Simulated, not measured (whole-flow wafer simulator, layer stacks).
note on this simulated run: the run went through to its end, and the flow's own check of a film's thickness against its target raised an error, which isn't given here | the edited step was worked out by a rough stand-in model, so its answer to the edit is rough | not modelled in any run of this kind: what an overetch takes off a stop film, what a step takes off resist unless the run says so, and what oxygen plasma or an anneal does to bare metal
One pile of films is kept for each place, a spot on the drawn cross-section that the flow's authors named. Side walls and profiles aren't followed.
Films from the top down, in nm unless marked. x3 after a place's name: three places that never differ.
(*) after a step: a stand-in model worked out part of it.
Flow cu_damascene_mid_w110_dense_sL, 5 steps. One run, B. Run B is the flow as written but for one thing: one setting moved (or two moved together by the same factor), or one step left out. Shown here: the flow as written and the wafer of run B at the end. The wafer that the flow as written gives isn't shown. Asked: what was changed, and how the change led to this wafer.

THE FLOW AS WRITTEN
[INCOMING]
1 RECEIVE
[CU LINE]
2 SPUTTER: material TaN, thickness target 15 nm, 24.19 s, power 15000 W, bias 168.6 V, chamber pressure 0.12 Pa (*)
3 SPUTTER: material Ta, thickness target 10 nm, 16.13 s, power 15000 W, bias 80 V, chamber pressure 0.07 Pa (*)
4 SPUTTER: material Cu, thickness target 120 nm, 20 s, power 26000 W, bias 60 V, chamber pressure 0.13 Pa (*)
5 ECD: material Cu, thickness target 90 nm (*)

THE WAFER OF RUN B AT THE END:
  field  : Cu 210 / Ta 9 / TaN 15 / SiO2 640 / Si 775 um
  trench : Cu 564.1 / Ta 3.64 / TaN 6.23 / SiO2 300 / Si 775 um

The cause: step 3, SPUTTER: thickness target 9 nm was run, where the flow has thickness target 10 nm; step 3, SPUTTER: 14.52 s was run, where the flow has 16.13 s.
It can be read off the wafer: field has Ta 9, and step 3 as written asks for 10 nm.

How the change led to this, step by step:
  3 SPUTTER: material Ta, thickness target 10 nm, 16.13 s, power 15000 W, bias 80 V, chamber pressure 0.07 Pa (*)
      field: Ta +9 (new film) (as written it would be: Ta +10 (new film))
